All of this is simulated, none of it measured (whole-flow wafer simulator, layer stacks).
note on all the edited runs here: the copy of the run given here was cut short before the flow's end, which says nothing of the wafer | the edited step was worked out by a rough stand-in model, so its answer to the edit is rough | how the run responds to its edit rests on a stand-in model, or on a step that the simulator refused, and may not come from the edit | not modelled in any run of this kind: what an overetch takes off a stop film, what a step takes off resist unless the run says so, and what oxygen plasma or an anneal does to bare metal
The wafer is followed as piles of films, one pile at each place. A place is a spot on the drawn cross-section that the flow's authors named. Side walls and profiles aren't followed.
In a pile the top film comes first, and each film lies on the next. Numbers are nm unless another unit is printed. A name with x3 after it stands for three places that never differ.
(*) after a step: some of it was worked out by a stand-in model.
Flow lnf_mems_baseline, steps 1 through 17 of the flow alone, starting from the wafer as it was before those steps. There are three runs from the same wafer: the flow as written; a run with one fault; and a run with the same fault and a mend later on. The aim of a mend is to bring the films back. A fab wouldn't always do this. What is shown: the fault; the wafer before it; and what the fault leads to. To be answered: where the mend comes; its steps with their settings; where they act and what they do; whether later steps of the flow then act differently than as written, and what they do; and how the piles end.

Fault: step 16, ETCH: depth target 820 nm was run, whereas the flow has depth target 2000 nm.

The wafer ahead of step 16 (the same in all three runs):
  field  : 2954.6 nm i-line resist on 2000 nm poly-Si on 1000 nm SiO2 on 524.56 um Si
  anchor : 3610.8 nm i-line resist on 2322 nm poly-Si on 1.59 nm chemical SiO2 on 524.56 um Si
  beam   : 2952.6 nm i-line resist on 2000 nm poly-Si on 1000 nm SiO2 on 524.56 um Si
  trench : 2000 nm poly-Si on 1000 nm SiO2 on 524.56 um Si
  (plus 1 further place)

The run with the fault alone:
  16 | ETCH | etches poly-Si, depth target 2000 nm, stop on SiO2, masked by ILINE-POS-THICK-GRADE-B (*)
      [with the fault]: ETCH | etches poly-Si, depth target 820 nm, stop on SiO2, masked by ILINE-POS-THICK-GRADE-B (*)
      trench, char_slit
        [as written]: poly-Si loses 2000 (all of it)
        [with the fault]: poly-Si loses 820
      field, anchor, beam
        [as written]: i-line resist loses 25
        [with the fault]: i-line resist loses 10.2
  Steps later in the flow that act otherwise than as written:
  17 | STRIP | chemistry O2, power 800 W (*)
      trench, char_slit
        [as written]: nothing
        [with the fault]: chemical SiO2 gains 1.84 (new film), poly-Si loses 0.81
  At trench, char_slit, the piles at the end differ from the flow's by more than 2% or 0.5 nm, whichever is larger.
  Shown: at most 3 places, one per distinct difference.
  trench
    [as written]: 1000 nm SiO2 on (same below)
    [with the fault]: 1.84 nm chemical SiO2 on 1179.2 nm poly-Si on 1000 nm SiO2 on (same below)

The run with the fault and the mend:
  The mend stands after step 17.
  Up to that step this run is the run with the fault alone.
  17a | COAT | i-line resist, thickness 3000 nm (*) (the flow's step 11 again)
      field
        i-line resist gains 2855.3 (new film)
      anchor
        i-line resist gains 3471.2 (new film)
      beam
        i-line resist gains 2788.9 (new film)
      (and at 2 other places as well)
  17b | SOFTBAKE | 115 C, 90 s (the flow's step 12 again)
      field
        i-line resist gains 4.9
      anchor
        i-line resist gains 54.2
      beam
        i-line resist gains 49.1
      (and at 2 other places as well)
  17c | EXPOSE | photomask CANT, dose 200 mJ/cm2, NA 0.45, wavelength 365 nm (*) (the flow's step 13 again)
      alters no film at any place that is followed
  17d | PEB | i-line resist, 115 C, 90 s (the flow's step 14 again)
      field
        i-line resist loses 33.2
      anchor
        i-line resist loses 43.8
      beam
        i-line resist loses 32.3
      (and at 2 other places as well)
  17e | DEVELOP | i-line resist, thickness 3000 nm, developer developer-F, 60 s (the flow's step 15 again)
      field, anchor, beam
        i-line resist loses 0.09
      trench
        i-line resist loses 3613 (all of it)
      char_slit
        i-line resist loses 3655.6 (all of it)
  17f | ETCH | etches poly-Si, depth target 1180 nm, stop on SiO2, masked by ILINE-POS-THICK-GRADE-B (*) (the flow's step 16 again, with other settings)
      field, anchor, beam
        i-line resist loses 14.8
      trench, char_slit
        chemical SiO2 loses 1.84 (all of it), poly-Si loses 1179.2 (all of it)
  17g | STRIP | chemistry O2, power 800 W (*) (the flow's step 17 again)
      field
        i-line resist loses 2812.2 (all of it), chemical SiO2 gains 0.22, poly-Si loses 0.09
      anchor
        i-line resist loses 3466.8 (all of it), chemical SiO2 gains 0.22, poly-Si loses 0.09
      beam
        i-line resist loses 2790.9 (all of it), chemical SiO2 gains 0.22, poly-Si loses 0.09
  Every later step of the flow that is run acts as written at every place that is followed.
  When the end is reached, the piles differ only a little from the flow's at the places that both follow, at most by 2% or 0.5 nm, whichever is larger.
